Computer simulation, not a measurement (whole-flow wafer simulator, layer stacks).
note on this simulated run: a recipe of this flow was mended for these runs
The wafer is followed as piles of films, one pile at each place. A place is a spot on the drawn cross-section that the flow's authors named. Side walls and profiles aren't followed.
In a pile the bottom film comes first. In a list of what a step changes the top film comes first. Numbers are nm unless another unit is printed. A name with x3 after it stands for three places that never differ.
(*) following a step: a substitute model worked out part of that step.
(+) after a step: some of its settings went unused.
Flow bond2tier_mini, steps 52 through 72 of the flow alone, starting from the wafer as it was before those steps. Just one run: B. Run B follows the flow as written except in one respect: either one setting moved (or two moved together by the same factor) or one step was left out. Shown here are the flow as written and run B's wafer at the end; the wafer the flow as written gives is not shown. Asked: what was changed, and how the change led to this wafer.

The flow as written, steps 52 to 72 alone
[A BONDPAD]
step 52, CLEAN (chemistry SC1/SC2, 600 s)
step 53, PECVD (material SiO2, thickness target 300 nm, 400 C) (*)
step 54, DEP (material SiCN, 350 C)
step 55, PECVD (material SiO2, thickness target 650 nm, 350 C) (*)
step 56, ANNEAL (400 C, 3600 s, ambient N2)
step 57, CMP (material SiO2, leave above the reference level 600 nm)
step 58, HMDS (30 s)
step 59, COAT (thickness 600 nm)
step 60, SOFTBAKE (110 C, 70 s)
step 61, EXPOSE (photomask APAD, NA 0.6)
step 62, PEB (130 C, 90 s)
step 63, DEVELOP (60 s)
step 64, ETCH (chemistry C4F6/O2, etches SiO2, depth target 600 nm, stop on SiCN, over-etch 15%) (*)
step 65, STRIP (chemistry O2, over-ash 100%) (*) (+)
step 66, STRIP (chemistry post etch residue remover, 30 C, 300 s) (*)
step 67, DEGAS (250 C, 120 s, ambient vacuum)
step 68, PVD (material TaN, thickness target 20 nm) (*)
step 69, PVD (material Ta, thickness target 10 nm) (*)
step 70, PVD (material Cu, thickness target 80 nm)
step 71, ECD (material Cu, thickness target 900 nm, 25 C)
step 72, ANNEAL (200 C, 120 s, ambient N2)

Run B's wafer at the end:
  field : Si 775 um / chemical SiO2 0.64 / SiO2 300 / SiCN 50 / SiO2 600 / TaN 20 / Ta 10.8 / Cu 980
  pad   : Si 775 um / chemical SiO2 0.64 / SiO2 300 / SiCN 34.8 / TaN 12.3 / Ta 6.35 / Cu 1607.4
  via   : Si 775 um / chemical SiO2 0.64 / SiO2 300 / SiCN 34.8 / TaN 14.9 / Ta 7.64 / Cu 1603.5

The reason: step 69, PVD: thickness target 10.8 nm was run, whereas the flow has thickness target 10 nm.
The wafer lets one read it off: field has Ta 10.8, and step 69 as written asks for 10 nm.

The path from the change to this, step by step:
  step 69, PVD (material Ta, thickness target 10 nm) (*)
      field: Ta gains 10.8 (new film) (it would be, as written: Ta gains 10 (new film))
      via: Ta gains 7.64 (new film) (it would be, as written: Ta gains 7.07 (new film))
